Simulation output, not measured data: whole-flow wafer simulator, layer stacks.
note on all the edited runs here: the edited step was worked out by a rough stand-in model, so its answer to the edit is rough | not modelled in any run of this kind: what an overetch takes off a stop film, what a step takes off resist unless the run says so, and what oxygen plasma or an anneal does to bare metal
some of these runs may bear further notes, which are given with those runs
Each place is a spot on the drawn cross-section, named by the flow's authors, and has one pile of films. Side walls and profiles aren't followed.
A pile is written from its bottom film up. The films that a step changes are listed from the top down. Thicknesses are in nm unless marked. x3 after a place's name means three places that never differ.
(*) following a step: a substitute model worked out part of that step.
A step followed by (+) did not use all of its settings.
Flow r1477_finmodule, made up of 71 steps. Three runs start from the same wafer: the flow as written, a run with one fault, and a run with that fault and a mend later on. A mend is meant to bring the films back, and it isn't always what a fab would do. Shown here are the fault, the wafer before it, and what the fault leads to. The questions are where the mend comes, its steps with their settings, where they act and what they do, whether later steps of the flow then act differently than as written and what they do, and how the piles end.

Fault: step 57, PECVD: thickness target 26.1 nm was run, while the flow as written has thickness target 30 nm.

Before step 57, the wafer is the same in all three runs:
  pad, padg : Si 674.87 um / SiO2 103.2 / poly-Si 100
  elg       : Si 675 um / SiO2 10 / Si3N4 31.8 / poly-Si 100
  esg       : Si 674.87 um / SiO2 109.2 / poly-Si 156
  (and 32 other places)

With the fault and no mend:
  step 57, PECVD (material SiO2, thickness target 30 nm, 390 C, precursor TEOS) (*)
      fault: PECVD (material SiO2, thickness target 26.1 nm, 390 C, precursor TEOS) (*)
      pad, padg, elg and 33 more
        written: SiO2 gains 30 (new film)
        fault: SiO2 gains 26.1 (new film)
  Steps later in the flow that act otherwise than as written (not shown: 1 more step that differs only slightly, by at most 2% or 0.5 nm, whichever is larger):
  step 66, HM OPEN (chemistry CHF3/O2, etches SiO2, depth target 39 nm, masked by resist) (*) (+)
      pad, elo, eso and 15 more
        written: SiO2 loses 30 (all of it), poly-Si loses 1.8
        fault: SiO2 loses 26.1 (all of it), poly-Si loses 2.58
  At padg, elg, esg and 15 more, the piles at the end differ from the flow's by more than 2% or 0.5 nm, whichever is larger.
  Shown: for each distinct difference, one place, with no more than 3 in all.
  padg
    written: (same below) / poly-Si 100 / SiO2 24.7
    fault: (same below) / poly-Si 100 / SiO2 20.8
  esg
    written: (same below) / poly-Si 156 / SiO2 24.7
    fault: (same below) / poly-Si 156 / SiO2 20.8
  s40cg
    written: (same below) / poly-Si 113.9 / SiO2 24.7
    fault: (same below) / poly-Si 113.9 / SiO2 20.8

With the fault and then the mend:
  The mend stands after step 58.
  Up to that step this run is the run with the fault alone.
  step 58a, PECVD (material SiO2, thickness target 3.9 nm, 390 C, precursor TEOS) (*) (the flow's step 57, run once more with other settings)
      pad, padg, elg and 33 more
        SiO2 gains 3.9
  None of the later steps of the flow acts differently than as written at any place that is followed.
  The piles end the same as the flow's at every place that both follow.
